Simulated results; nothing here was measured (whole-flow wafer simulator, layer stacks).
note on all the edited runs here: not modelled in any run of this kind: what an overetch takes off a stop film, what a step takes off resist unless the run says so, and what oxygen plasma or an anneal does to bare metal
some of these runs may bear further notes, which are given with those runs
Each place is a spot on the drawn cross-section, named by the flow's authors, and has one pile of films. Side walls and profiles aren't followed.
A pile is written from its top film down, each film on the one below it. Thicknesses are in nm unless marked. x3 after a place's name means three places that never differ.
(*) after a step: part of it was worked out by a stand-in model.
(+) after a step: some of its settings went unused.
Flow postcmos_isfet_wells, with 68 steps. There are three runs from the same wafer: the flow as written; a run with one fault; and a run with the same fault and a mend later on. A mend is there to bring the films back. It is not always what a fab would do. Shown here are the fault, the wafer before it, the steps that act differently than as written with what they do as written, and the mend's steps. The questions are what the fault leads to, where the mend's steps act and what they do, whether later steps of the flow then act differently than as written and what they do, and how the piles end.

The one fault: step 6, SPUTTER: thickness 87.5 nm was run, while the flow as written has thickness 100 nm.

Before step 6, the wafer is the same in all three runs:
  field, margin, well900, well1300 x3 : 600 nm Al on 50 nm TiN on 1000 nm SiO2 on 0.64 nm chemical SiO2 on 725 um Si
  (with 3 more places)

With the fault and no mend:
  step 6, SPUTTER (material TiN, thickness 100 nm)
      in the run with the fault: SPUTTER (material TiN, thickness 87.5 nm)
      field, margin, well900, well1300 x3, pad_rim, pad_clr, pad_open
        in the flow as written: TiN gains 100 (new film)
        in the run with the fault: TiN gains 87.5 (new film)
  Later steps of the flow acting differently than as written:
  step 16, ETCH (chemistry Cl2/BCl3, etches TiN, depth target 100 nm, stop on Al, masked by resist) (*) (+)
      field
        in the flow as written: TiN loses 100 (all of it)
        in the run with the fault: TiN loses 87.5 (all of it)
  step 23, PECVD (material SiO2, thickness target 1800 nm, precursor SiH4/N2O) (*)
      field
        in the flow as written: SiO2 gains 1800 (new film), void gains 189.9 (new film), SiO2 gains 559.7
        in the run with the fault: SiO2 gains 1800 (new film), void gains 180.5 (new film), SiO2 gains 556.6
  The piles end different from the flow's at field, margin, well900, well1300 x3, pad_rim, pad_clr, pad_open by more than 2% or 0.5 nm, whichever is larger.
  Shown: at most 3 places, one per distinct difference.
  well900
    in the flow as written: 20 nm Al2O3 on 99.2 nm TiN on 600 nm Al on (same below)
    in the run with the fault: 20 nm Al2O3 on 86.7 nm TiN on 600 nm Al on (same below)
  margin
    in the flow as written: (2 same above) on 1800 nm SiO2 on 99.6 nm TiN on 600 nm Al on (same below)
    in the run with the fault: (2 same above) on 1800 nm SiO2 on 87.1 nm TiN on 600 nm Al on (same below)
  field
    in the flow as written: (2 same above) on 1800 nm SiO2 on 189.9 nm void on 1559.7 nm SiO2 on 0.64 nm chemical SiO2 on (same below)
    in the run with the fault: (2 same above) on 1800 nm SiO2 on 180.5 nm void on 1556.6 nm SiO2 on 0.64 nm chemical SiO2 on (same below)

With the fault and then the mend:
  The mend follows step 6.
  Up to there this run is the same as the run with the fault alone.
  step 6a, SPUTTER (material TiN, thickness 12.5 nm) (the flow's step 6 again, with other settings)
      field, margin, well900, well1300 x3, pad_rim, pad_clr, pad_open
        TiN gains 12.5
  Every later step of the flow that is run acts as written at every place that is followed.
  By the end, the piles equal the flow's at every place that both follow.
